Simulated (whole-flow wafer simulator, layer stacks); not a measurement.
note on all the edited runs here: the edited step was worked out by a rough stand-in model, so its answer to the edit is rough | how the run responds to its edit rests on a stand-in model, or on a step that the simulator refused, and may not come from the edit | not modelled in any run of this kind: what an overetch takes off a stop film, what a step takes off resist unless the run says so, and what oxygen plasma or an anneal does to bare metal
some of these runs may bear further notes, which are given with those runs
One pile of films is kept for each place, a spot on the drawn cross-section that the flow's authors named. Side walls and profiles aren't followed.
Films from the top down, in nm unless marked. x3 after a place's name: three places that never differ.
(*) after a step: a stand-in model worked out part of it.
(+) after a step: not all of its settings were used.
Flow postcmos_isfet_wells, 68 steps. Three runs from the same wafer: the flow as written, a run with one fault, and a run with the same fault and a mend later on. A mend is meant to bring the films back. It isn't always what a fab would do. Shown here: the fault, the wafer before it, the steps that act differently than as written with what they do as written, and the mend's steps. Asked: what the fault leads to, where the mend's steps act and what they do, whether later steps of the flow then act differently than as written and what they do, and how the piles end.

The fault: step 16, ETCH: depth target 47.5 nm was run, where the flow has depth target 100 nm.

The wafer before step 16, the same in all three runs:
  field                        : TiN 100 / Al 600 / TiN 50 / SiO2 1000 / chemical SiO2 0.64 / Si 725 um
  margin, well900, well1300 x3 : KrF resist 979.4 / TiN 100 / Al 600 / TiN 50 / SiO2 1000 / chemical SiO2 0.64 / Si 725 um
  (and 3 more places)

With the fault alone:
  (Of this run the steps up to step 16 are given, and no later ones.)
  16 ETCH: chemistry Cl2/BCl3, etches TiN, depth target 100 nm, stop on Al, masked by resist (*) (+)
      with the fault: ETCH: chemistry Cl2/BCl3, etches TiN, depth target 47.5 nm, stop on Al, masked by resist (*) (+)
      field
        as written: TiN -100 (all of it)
        with the fault: TiN -47.5
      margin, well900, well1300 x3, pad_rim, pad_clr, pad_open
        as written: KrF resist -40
        with the fault: KrF resist -19
  After step 16 the piles differ from the flow's by more than 2% or 0.5 nm, whichever is larger, at field, margin, well900, well1300 x3, pad_rim, pad_clr, pad_open.
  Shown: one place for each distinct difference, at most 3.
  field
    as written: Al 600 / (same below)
    with the fault: TiN 52.5 / Al 600 / (same below)
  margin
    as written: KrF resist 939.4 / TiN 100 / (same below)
    with the fault: KrF resist 960.4 / TiN 100 / (same below)

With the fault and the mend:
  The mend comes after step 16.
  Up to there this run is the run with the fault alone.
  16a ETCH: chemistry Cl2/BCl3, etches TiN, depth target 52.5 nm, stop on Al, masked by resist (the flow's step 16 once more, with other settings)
      margin, well900, well1300 x3, pad_rim, pad_clr, pad_open
        KrF resist -21
      field
        TiN -52.5 (all of it)
  No later step of the flow acts differently than as written at any place that is followed.
  At the end the piles are the same as the flow's at every place that both follow.
